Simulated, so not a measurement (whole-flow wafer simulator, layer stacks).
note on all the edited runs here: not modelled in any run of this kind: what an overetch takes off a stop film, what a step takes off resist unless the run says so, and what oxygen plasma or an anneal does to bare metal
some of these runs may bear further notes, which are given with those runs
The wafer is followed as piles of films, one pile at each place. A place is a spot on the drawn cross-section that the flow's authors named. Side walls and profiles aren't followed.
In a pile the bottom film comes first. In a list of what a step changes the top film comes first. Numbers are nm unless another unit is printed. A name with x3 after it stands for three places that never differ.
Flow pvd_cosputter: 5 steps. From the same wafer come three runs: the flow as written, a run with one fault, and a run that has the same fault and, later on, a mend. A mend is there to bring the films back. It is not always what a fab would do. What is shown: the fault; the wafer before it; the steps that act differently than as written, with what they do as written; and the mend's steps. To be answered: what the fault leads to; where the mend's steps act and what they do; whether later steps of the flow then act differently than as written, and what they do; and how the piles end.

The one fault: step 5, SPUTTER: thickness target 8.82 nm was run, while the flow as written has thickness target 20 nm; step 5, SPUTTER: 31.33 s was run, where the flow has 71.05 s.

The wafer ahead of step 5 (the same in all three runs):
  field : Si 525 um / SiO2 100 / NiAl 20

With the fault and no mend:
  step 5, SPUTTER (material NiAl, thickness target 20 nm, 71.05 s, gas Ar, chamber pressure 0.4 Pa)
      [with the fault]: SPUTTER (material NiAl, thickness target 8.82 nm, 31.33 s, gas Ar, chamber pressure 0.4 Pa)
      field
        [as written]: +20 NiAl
        [with the fault]: +8.82 NiAl
  None of the later steps of the flow acts differently than as written at any place that is followed.
  The piles end different from the flow's at field by more than 2% or 0.5 nm, whichever is larger.
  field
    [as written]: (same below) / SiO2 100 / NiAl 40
    [with the fault]: (same below) / SiO2 100 / NiAl 28.8

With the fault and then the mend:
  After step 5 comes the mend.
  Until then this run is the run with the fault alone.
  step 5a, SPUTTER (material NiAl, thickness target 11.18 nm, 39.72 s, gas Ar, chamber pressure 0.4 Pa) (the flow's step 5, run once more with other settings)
      field
        +11.2 NiAl
  None of the later steps of the flow acts differently than as written at any place that is followed.
  At every place that both follow, the piles at the end match the flow's.
